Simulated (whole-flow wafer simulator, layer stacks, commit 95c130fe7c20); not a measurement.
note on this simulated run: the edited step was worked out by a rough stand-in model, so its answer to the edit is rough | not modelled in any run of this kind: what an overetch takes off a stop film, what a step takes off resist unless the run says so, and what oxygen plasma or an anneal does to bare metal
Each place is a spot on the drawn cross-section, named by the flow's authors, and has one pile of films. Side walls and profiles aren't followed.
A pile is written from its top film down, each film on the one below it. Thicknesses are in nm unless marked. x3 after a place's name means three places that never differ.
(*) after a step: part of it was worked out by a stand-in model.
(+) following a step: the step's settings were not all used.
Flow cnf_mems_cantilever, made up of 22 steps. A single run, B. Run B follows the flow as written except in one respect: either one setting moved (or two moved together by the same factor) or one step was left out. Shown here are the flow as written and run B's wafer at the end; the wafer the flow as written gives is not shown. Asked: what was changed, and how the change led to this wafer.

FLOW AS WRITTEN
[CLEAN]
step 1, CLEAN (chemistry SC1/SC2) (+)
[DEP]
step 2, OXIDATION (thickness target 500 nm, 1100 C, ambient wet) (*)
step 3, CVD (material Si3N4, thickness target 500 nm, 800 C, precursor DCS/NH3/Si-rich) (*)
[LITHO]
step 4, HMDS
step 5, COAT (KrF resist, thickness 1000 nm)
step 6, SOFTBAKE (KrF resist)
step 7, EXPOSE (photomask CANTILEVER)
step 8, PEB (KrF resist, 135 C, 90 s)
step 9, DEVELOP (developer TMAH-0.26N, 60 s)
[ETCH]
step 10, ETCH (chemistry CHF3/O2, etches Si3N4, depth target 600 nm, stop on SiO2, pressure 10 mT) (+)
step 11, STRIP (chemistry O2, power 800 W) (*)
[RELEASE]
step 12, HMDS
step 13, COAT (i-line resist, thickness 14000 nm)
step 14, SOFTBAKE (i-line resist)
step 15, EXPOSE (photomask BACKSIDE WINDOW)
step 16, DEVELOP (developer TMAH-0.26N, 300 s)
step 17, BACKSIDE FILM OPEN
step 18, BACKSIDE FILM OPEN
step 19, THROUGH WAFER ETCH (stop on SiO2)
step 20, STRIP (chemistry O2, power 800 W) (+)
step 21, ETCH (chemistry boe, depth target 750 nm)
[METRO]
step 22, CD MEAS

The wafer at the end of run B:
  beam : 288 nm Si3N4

The reason: step 3, CVD: thickness target 288 nm was run, while the flow as written has thickness target 500 nm.
One can read it off the wafer: beam has Si3N4 288, and step 3 as written asks for 500 nm.

How this came from the change, step by step:
  step 3, CVD (material Si3N4, thickness target 500 nm, 800 C, precursor DCS/NH3/Si-rich) (*)
      field, beam: Si3N4 gains 288 (new film) (it would be, as written: Si3N4 gains 500 (new film))
  step 10, ETCH (chemistry CHF3/O2, etches Si3N4, depth target 600 nm, stop on SiO2, pressure 10 mT) (+)
      field: Si3N4 loses 288 (all of it) (it would be, as written: Si3N4 loses 500 (all of it))
      beam: KrF resist loses 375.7 (it would be, as written: KrF resist loses 521.7)
  step 11, STRIP (chemistry O2, power 800 W) (*)
      beam: KrF resist loses 566 (all of it) (it would be, as written: KrF resist loses 419.9 (all of it))
